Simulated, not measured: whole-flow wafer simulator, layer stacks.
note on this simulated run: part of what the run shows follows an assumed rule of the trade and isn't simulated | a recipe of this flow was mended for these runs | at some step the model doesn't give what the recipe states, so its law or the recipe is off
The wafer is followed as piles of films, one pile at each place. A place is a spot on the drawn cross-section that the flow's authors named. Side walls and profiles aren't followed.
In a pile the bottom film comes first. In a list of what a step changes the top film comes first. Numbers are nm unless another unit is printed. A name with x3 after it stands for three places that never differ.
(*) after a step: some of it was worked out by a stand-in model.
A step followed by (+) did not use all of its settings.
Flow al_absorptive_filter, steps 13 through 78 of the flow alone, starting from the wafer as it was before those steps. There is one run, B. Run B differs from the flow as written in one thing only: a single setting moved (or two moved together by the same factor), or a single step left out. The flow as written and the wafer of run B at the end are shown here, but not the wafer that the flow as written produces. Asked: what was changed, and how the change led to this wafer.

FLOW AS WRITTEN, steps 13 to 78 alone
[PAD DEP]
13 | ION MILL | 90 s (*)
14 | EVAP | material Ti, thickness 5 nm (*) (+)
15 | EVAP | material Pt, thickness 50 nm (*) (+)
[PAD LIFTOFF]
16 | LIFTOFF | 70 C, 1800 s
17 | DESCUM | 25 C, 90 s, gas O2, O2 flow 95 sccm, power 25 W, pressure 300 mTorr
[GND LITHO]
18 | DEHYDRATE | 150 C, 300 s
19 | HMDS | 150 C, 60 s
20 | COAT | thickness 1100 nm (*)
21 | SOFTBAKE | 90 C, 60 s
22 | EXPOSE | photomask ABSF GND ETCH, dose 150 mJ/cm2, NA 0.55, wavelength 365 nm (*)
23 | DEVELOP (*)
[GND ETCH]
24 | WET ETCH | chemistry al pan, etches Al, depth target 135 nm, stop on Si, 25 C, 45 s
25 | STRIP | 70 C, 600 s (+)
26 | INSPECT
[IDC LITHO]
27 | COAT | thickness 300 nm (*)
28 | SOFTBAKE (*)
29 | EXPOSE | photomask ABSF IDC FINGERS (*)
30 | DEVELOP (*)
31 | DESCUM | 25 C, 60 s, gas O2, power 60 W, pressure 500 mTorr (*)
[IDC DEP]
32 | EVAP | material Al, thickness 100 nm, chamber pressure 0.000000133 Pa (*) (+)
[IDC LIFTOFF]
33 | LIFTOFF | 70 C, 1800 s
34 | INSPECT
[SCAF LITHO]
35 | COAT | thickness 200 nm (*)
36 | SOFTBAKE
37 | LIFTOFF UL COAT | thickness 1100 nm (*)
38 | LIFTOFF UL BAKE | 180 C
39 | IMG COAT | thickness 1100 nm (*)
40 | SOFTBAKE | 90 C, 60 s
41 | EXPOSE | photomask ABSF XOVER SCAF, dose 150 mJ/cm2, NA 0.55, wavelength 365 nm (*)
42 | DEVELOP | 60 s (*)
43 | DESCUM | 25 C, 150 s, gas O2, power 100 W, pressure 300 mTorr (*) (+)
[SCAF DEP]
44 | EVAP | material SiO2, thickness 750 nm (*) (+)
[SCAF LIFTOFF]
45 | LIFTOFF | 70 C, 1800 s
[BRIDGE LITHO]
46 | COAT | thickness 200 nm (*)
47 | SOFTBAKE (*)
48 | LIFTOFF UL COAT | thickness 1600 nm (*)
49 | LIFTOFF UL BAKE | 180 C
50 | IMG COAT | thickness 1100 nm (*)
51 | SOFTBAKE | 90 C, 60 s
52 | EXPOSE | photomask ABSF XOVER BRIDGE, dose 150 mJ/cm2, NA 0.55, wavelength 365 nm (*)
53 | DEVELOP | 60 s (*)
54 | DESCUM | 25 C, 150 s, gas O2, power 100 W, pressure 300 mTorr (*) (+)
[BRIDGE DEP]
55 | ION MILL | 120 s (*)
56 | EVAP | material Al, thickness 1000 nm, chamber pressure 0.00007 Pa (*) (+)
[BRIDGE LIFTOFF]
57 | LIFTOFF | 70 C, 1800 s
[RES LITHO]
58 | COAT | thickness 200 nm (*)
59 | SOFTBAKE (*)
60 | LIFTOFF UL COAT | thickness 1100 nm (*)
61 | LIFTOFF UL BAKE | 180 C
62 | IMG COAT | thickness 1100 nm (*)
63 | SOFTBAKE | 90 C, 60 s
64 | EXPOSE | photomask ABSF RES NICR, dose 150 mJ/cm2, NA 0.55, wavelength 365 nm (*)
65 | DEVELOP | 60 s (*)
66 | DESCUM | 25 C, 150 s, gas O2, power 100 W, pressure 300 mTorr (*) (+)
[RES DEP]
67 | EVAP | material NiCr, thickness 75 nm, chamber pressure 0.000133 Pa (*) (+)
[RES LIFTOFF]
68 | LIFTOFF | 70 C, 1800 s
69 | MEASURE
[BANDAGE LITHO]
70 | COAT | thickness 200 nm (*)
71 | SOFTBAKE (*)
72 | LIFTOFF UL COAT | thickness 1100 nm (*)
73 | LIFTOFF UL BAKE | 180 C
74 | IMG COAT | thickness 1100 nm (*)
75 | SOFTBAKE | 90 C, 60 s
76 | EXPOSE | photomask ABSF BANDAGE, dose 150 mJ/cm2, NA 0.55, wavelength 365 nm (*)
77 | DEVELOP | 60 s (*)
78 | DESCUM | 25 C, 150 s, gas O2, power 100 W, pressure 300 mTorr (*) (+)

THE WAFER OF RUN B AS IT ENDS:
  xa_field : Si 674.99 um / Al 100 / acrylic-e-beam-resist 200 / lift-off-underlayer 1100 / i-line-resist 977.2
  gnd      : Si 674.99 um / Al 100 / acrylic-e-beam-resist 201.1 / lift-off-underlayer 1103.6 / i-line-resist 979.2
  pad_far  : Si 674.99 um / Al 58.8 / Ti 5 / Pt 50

The reason: step 13, ION MILL: 83 s was run, though the flow has 90 s.

The path from the change to this, step by step:
  13 | ION MILL | 90 s (*)
      gnd, ledge, res and 9 more: i-line-resist loses 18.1 (in the flow as written it would be: i-line-resist loses 19.6)
      pad_far, pad_near: Al loses 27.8 (in the flow as written it would be: Al loses 30.2)
